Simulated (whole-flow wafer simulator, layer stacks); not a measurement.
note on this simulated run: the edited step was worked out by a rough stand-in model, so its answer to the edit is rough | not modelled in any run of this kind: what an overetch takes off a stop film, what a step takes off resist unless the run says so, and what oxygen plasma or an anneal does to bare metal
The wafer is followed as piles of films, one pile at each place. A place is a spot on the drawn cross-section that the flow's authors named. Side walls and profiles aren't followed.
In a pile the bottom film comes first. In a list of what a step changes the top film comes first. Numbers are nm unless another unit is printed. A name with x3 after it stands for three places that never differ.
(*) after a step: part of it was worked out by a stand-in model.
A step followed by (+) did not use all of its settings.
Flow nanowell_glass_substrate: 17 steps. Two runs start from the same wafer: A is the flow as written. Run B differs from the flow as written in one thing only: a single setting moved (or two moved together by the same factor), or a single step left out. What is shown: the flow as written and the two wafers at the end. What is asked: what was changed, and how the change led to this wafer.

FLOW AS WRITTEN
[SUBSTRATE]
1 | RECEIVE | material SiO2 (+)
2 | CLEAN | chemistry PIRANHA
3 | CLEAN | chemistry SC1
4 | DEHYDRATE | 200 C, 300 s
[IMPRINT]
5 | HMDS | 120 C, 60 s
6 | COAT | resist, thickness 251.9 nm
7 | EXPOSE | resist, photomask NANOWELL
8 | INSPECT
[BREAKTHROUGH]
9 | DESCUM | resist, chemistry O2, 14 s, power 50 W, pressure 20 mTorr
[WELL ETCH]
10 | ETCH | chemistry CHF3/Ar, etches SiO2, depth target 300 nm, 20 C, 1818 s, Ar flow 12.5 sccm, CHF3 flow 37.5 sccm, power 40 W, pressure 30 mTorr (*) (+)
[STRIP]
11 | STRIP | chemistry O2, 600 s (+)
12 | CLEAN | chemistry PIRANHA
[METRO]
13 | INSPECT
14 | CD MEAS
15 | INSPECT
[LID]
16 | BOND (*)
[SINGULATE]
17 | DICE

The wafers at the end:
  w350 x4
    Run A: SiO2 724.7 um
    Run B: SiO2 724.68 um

What caused this: step 10, ETCH: depth target 315 nm was run, whereas the flow has depth target 300 nm.

The path from the change to this, step by step:
  10 | ETCH | chemistry CHF3/Ar, etches SiO2, depth target 300 nm, 20 C, 1818 s, Ar flow 12.5 sccm, CHF3 flow 37.5 sccm, power 40 W, pressure 30 mTorr (*) (+)
      w350 x4: A -300 SiO2 | B -315 SiO2
      land: A -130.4 resist | B -137 resist
  11 | STRIP | chemistry O2, 600 s (+)
      land: A -125.9 resist (all of it) | B -119.4 resist (all of it)
